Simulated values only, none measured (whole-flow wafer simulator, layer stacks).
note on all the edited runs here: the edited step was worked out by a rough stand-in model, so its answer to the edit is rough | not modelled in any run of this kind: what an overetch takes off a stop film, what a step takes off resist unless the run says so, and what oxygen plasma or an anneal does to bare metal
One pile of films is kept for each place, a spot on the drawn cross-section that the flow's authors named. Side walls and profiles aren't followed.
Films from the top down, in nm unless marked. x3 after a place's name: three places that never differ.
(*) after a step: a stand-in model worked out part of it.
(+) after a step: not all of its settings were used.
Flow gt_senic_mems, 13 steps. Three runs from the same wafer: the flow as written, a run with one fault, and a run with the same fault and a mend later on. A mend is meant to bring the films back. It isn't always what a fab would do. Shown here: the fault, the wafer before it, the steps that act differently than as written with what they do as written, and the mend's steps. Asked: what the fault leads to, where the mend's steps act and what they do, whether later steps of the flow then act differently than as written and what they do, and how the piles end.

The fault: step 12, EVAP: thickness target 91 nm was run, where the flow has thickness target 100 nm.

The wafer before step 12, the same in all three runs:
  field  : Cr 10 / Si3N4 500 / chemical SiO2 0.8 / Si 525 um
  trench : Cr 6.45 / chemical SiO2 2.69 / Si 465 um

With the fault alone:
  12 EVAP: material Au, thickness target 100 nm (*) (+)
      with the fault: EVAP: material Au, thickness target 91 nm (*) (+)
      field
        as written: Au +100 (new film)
        with the fault: Au +91 (new film)
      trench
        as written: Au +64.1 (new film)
        with the fault: Au +58.4 (new film)
  No later step of the flow acts differently than as written at any place that is followed.
  At the end the piles differ from the flow's by more than 2% or 0.5 nm, whichever is larger, at field, trench.
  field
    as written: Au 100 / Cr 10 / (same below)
    with the fault: Au 91 / Cr 10 / (same below)
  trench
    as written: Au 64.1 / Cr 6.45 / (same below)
    with the fault: Au 58.4 / Cr 6.45 / (same below)

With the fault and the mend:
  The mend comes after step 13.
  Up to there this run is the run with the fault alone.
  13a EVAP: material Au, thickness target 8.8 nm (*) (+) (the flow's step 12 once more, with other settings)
      field
        Au +8.8
      trench
        Au +5.68
  No later step of the flow acts differently than as written at any place that is followed.
  At the end the piles differ from the flow's only slightly at the places that both follow, by at most 2% or 0.5 nm, whichever is larger.
